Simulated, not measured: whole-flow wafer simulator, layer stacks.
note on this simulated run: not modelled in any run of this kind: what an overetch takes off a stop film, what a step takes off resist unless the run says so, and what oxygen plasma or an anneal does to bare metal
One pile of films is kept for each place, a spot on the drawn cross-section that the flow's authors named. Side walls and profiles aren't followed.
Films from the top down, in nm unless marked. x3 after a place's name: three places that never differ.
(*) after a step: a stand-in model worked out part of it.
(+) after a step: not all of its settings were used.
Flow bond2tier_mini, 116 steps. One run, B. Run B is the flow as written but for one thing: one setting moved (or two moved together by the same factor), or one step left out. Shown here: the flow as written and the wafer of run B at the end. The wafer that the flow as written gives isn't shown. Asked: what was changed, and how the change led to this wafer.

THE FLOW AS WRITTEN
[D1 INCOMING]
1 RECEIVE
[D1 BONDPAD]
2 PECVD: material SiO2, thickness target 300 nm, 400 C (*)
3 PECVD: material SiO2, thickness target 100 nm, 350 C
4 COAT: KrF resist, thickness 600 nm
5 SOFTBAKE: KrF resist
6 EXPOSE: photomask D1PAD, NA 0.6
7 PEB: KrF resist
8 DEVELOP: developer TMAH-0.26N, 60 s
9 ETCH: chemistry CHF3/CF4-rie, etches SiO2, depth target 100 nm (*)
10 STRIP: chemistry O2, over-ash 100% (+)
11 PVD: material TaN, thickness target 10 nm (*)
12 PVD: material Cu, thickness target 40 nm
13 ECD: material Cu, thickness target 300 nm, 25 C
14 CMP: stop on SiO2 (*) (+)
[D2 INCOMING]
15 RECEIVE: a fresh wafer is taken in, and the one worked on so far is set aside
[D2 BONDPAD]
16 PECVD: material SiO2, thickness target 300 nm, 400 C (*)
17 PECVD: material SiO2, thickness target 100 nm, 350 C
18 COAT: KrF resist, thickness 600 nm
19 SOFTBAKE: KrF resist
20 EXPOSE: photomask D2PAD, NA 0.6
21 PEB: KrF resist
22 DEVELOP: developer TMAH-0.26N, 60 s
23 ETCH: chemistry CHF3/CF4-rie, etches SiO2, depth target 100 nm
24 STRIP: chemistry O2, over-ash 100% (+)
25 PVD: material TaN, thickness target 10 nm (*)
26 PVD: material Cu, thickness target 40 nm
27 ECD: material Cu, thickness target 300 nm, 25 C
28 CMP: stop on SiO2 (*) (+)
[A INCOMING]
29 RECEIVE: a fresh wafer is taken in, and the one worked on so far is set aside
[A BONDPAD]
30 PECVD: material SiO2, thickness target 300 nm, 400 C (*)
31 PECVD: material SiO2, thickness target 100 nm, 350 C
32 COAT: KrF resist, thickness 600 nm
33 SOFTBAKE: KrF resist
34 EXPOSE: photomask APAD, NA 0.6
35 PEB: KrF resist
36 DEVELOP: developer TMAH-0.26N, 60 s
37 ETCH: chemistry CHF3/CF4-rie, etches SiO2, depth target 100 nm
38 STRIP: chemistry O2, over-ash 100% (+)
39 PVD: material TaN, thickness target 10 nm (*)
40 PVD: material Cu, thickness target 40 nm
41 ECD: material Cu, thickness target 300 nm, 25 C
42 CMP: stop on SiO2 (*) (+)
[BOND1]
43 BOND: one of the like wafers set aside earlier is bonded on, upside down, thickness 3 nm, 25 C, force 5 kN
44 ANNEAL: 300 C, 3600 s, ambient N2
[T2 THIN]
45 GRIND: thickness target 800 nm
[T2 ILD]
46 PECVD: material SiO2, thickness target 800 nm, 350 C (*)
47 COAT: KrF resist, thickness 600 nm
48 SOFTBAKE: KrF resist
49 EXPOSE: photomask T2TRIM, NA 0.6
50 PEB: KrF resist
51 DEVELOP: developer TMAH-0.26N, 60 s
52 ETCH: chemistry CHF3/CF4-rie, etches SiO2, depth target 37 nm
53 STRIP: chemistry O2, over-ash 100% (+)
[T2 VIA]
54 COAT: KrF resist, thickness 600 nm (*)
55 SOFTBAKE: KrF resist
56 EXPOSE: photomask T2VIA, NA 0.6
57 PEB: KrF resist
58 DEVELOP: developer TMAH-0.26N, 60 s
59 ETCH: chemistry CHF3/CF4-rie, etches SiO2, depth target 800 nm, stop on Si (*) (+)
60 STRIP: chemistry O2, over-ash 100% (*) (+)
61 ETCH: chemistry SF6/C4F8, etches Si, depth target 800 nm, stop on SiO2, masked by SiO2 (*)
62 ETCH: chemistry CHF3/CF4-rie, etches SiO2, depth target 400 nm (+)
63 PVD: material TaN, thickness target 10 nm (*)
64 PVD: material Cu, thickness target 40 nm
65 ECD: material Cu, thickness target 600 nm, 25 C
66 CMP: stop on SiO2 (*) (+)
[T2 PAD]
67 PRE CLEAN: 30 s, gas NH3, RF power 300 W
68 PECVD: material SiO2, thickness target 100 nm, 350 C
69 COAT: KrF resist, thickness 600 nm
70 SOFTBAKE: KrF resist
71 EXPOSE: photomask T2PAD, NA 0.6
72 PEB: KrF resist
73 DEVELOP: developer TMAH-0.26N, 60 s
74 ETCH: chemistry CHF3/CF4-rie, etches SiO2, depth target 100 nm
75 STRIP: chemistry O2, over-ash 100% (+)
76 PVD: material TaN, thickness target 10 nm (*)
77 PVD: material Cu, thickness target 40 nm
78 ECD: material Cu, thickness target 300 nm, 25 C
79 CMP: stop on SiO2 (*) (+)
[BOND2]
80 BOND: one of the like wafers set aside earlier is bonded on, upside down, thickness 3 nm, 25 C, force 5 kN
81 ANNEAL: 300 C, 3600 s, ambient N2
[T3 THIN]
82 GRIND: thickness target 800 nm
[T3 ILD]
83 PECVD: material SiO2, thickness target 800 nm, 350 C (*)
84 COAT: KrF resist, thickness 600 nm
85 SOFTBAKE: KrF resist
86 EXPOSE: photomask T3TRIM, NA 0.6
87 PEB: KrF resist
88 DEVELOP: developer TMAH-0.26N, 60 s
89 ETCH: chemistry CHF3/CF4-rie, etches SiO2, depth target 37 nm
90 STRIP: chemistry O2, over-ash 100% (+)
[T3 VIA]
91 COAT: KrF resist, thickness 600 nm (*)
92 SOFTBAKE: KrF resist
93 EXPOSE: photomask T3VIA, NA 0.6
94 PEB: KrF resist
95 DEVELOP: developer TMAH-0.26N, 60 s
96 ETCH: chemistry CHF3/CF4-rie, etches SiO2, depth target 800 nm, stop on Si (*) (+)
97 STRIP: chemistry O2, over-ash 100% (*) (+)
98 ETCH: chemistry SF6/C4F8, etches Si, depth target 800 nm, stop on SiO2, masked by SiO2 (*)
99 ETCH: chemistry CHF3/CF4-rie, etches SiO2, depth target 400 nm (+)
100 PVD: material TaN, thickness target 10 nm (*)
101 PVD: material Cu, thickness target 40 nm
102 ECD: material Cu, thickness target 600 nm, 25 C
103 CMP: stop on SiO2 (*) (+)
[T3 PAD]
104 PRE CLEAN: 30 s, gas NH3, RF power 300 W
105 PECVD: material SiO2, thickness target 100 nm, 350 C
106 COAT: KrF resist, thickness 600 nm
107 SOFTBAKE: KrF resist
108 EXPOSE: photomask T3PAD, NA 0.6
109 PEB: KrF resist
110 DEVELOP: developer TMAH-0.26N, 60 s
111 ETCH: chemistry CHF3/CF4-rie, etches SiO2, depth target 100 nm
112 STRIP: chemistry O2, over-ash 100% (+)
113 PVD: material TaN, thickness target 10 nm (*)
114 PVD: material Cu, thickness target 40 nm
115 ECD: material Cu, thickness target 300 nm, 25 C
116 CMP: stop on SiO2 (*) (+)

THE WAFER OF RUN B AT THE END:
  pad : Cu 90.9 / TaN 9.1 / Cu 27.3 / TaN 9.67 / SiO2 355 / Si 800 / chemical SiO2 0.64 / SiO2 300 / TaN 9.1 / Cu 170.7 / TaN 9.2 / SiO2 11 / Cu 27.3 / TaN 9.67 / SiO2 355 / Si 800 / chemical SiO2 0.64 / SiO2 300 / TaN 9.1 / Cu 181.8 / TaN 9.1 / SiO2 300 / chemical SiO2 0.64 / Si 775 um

The cause: step 74, ETCH: depth target 89 nm was run, where the flow has depth target 100 nm.

How the change led to this, step by step:
  74 ETCH: chemistry CHF3/CF4-rie, etches SiO2, depth target 100 nm
      pad: SiO2 -89 (as written it would be: SiO2 -100 (all of it))
      field: KrF resist -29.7 (as written it would be: KrF resist -33.3)
  78 ECD: material Cu, thickness target 300 nm, 25 C
      pad: Cu +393 (as written it would be: Cu +404.5)
Counting metal films that touch as one body, pad has 4 bodies (between them, from the top down: SiO2 355 / Si 800 / chemical SiO2 0.64 / SiO2 300; SiO2 11; SiO2 355 / Si 800 / chemical SiO2 0.64 / SiO2 300); the flow as written gives 3 bodies (between them, from the top down: SiO2 355 / Si 800 / chemical SiO2 0.64 / SiO2 300; SiO2 355 / Si 800 / chemical SiO2 0.64 / SiO2 300).
